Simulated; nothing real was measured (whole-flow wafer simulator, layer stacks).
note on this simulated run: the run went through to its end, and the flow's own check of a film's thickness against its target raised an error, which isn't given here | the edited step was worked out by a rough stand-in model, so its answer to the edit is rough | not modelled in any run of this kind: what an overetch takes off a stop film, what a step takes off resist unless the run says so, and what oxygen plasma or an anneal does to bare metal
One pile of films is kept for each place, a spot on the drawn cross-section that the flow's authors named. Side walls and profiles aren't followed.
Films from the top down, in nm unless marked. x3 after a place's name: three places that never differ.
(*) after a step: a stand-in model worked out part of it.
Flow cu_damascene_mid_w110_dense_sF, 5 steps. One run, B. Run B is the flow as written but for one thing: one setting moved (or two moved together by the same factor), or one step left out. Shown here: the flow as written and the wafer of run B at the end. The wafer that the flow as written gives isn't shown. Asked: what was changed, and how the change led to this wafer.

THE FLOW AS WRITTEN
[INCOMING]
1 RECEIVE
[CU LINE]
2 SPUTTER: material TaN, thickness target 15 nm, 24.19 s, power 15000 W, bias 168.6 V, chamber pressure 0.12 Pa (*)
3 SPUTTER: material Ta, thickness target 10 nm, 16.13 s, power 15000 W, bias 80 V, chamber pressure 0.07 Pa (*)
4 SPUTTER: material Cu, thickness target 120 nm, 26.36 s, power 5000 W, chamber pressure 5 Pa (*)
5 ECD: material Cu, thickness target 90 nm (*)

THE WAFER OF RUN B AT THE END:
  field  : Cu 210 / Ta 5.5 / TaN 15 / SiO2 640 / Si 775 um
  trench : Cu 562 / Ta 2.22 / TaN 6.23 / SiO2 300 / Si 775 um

The cause: step 3, SPUTTER: thickness target 5.5 nm was run, where the flow has thickness target 10 nm; step 3, SPUTTER: 8.87 s was run, where the flow has 16.13 s.
It can be read off the wafer: field has Ta 5.5, and step 3 as written asks for 10 nm.

How the change led to this, step by step:
  3 SPUTTER: material Ta, thickness target 10 nm, 16.13 s, power 15000 W, bias 80 V, chamber pressure 0.07 Pa (*)
      field: Ta +5.5 (new film) (as written it would be: Ta +10 (new film))
      trench: Ta +2.22 (new film) (as written it would be: Ta +4.05 (new film))
